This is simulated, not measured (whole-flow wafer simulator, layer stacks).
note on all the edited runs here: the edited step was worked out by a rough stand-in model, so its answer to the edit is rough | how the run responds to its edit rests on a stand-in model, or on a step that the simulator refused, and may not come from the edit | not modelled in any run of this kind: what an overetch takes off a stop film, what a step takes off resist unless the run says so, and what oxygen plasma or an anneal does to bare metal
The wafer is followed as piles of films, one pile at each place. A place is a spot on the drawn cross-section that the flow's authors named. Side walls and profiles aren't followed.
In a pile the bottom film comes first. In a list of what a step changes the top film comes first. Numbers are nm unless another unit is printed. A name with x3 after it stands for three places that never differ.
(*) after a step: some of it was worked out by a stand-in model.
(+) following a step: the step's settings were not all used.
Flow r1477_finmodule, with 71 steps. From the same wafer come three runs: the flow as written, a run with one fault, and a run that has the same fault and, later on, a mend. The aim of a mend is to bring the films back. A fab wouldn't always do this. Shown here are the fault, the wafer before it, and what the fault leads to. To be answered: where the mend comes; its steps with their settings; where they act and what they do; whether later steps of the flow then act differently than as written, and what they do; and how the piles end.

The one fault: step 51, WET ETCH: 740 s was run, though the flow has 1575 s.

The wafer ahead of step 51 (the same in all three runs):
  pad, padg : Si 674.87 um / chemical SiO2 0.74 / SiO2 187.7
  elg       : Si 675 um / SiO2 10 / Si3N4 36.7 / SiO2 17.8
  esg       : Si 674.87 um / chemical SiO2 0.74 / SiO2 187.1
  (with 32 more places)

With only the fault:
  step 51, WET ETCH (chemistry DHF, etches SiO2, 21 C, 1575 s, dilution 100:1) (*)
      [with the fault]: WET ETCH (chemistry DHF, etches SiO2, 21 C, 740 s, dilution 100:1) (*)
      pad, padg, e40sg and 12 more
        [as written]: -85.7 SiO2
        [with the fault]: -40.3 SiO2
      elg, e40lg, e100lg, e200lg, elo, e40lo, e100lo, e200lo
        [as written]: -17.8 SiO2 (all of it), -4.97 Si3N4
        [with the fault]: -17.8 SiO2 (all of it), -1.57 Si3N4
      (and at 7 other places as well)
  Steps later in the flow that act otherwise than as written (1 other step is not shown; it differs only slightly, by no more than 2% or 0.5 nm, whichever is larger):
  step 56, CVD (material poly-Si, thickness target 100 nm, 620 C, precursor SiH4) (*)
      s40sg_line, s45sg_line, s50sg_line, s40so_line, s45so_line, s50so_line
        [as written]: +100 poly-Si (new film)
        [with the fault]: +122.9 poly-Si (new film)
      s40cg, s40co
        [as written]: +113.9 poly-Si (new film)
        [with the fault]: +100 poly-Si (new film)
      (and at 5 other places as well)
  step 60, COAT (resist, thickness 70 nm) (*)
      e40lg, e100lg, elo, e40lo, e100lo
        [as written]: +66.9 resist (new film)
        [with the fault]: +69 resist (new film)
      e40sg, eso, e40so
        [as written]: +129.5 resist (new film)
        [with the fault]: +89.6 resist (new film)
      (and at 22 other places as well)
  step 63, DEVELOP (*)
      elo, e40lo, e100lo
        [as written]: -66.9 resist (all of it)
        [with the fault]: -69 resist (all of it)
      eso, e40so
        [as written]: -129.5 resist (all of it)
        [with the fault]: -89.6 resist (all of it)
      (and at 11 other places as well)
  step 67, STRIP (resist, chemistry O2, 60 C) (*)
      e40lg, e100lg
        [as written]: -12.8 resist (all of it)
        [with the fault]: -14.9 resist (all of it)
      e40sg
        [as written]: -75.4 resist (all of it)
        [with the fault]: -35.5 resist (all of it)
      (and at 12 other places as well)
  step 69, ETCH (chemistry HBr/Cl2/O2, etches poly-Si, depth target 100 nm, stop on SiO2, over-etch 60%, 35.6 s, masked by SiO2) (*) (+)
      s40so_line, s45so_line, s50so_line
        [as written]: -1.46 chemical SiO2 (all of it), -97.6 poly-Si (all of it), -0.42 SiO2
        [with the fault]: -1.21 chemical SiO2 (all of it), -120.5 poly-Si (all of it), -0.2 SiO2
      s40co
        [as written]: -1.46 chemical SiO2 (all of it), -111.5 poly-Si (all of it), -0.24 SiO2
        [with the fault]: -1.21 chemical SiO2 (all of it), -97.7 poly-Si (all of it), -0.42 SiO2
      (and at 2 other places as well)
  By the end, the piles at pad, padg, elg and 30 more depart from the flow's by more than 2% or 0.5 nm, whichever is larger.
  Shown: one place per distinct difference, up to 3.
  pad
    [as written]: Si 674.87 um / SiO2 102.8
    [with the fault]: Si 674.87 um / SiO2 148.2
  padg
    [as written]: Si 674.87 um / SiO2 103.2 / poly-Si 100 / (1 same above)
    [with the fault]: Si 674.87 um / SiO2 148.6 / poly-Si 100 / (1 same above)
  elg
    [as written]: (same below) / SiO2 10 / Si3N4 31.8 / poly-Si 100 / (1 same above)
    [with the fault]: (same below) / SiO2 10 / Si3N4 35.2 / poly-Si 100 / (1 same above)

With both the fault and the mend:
  The mend stands after step 51.
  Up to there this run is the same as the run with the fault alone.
  step 51a, WET ETCH (chemistry DHF, etches SiO2, 21 C, 835 s, dilution 100:1) (*) (a further turn of the flow's step 51, with different settings)
      pad, padg, e40sg and 12 more
        -45.4 SiO2
      elg, e40lg, e100lg, e200lg, elo, e40lo, e100lo, e200lo
        -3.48 Si3N4
      esg, s40cg, s45cg, s50cg, s40co, s45co, s50co
        -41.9 SiO2
  Later steps of the flow that are run all act as written at every place that is followed, up to a difference of at most 2% or 0.5 nm, whichever is larger.
  At the end the piles are close to the flow's at the places that both follow, differing by at most 2% or 0.5 nm, whichever is larger.
